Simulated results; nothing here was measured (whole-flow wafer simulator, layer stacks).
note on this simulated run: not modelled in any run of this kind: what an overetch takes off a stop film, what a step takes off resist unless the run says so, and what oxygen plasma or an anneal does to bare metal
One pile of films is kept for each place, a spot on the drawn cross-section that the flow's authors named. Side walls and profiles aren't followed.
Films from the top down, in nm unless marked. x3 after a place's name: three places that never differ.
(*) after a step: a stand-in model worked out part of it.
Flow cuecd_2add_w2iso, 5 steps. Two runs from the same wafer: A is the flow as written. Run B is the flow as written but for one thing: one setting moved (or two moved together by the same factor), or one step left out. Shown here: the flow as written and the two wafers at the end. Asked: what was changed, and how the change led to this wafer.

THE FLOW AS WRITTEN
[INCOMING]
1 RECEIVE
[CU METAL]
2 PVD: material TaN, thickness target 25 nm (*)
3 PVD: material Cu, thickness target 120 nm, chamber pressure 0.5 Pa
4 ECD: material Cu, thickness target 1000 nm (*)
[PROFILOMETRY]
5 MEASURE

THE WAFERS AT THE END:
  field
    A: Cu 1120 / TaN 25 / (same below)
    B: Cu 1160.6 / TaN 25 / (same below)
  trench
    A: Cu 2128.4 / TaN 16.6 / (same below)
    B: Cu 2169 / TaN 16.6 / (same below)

The cause: step 3, PVD: thickness target 160.6 nm was run, where the flow has thickness target 120 nm.

How the change led to this, step by step:
  3 PVD: material Cu, thickness target 120 nm, chamber pressure 0.5 Pa
      field: A Cu +120 (new film) | B Cu +160.6 (new film)
      trench: A Cu +80.8 (new film) | B Cu +107.9 (new film)
